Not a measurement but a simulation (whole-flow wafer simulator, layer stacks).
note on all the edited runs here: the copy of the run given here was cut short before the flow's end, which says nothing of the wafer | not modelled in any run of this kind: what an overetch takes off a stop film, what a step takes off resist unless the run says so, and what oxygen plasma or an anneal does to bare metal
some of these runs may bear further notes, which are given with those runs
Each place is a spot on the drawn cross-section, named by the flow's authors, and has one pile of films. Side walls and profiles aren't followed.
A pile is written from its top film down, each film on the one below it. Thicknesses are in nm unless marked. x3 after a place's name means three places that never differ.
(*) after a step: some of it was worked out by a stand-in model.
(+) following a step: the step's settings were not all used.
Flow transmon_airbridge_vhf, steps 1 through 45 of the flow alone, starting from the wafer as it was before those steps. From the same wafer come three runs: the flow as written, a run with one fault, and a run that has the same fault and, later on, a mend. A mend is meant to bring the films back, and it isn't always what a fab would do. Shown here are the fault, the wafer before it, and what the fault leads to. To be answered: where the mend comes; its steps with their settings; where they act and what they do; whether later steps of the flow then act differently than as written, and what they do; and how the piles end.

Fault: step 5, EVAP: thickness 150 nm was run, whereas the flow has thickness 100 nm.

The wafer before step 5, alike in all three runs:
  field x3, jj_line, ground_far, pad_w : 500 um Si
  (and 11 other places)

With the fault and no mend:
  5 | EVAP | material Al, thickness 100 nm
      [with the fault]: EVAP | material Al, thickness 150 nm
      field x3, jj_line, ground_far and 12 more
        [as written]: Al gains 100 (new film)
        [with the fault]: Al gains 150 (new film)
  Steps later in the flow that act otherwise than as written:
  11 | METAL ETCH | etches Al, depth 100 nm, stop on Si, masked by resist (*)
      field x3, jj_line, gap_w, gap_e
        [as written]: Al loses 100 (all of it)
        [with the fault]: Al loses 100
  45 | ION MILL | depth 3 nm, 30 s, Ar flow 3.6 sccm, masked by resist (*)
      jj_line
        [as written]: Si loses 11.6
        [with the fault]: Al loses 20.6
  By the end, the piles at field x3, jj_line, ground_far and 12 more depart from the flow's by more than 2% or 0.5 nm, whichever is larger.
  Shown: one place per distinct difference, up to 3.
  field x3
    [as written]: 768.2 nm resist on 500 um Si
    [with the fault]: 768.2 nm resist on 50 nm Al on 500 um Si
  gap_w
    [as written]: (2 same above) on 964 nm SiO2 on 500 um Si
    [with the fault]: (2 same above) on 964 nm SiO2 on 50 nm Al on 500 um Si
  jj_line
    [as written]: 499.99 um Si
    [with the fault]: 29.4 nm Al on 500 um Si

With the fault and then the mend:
  After step 10 comes the mend.
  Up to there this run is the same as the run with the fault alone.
  11 | METAL ETCH | etches Al, depth 150 nm, stop on Si, masked by resist (*) (the flow's step 11, as written with depth 100 nm)
      ground_far, pad_w, flank_w and 8 more
        i-line resist loses 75
      field x3, jj_line, gap_w, gap_e
        Al loses 150 (all of it)
  Steps later in the flow that act otherwise than as written (14 more steps, not shown, differ only slightly: by at most 2% or 0.5 nm, whichever is larger):
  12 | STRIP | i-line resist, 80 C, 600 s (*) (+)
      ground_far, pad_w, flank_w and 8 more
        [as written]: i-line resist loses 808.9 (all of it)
        [with the mend]: i-line resist loses 783.9 (all of it)
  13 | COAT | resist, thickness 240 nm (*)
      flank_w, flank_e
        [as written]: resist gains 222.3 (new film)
        [with the mend]: resist gains 215.1 (new film)
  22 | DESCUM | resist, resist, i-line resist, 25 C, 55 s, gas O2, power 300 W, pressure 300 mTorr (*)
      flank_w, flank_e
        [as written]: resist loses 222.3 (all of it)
        [with the mend]: resist loses 215.1 (all of it)
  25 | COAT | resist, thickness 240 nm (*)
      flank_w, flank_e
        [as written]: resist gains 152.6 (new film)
        [with the mend]: resist gains 147 (new film)
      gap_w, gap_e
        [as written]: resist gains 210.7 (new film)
        [with the mend]: resist gains 215.6 (new film)
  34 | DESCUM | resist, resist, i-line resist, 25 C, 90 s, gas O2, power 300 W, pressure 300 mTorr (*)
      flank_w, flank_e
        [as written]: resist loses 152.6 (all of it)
        [with the mend]: resist loses 147 (all of it)
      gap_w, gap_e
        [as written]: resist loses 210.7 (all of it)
        [with the mend]: resist loses 215.6 (all of it)
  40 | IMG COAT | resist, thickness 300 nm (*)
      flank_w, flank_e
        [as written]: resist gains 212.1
        [with the mend]: resist gains 205.5
  By the end, the piles at ground_far, pad_w, flank_w and 8 more depart from the flow's by more than 2% or 0.5 nm, whichever is larger.
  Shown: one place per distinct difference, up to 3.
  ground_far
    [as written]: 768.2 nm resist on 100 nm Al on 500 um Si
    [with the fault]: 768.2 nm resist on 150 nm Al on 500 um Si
    [with the mend]: 768.2 nm resist on 150 nm Al on 500 um Si
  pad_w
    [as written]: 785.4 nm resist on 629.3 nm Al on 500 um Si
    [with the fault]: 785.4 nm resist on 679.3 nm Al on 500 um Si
    [with the mend]: 783.6 nm resist on 679.3 nm Al on 500 um Si
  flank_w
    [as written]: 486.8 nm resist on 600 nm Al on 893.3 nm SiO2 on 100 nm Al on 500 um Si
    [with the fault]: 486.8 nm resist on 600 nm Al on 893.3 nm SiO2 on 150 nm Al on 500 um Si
    [with the mend]: 474.5 nm resist on 600 nm Al on 893.7 nm SiO2 on 150 nm Al on 500 um Si
